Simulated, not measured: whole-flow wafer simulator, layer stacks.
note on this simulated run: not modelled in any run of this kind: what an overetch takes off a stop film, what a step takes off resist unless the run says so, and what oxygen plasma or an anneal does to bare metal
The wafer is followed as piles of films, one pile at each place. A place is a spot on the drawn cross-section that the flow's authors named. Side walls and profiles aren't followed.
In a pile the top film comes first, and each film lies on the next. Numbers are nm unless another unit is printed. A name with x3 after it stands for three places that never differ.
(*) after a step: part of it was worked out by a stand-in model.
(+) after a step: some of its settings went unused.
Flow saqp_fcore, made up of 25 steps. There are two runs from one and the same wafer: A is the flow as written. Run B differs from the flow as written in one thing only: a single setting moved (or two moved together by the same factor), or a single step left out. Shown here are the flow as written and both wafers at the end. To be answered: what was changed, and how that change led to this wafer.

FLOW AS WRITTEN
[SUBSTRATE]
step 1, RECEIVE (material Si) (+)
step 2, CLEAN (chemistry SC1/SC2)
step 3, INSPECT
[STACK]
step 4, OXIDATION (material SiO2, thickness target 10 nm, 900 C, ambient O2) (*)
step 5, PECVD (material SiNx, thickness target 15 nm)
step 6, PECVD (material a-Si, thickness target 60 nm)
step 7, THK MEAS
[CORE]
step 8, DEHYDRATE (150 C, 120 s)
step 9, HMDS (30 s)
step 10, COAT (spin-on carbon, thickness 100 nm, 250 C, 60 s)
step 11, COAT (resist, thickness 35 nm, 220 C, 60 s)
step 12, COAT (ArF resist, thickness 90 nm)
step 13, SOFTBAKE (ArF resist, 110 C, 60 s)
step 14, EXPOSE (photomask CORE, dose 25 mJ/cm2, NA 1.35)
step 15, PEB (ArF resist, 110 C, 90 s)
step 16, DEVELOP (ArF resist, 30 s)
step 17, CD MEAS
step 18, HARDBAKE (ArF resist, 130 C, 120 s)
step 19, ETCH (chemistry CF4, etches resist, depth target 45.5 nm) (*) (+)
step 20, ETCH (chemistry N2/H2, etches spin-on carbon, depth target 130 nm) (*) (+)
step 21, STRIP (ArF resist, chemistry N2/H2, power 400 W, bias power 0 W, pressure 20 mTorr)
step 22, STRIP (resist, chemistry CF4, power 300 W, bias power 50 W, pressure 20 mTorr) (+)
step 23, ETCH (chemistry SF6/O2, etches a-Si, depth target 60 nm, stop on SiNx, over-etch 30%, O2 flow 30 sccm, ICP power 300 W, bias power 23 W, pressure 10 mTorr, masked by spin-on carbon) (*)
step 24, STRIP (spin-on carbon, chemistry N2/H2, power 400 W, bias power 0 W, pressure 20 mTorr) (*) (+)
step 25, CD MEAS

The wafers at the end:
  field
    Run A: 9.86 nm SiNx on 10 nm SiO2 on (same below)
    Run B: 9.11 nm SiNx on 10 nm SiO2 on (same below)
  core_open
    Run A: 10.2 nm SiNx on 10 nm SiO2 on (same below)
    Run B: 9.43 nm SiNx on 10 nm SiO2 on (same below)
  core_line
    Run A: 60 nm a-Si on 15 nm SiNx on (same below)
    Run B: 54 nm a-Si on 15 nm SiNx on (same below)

The reason: step 6, PECVD: thickness target 54 nm was run, though the flow has thickness target 60 nm.
The wafer lets one read it off: core_line has a-Si 54, and step 6 as written asks for 60 nm.

How this came from the change, step by step:
  step 6, PECVD (material a-Si, thickness target 60 nm)
      field, core_open, core_line: A +60 a-Si (new film) | B +54 a-Si (new film)
  step 23, ETCH (chemistry SF6/O2, etches a-Si, depth target 60 nm, stop on SiNx, over-etch 30%, O2 flow 30 sccm, ICP power 300 W, bias power 23 W, pressure 10 mTorr, masked by spin-on carbon) (*)
      field: A -36.9 a-Si (all of it), -5.14 SiNx | B -30.9 a-Si (all of it), -5.89 SiNx
      core_open: A -39.4 a-Si (all of it), -4.82 SiNx | B -33.4 a-Si (all of it), -5.57 SiNx
      (and at 1 other place as well)
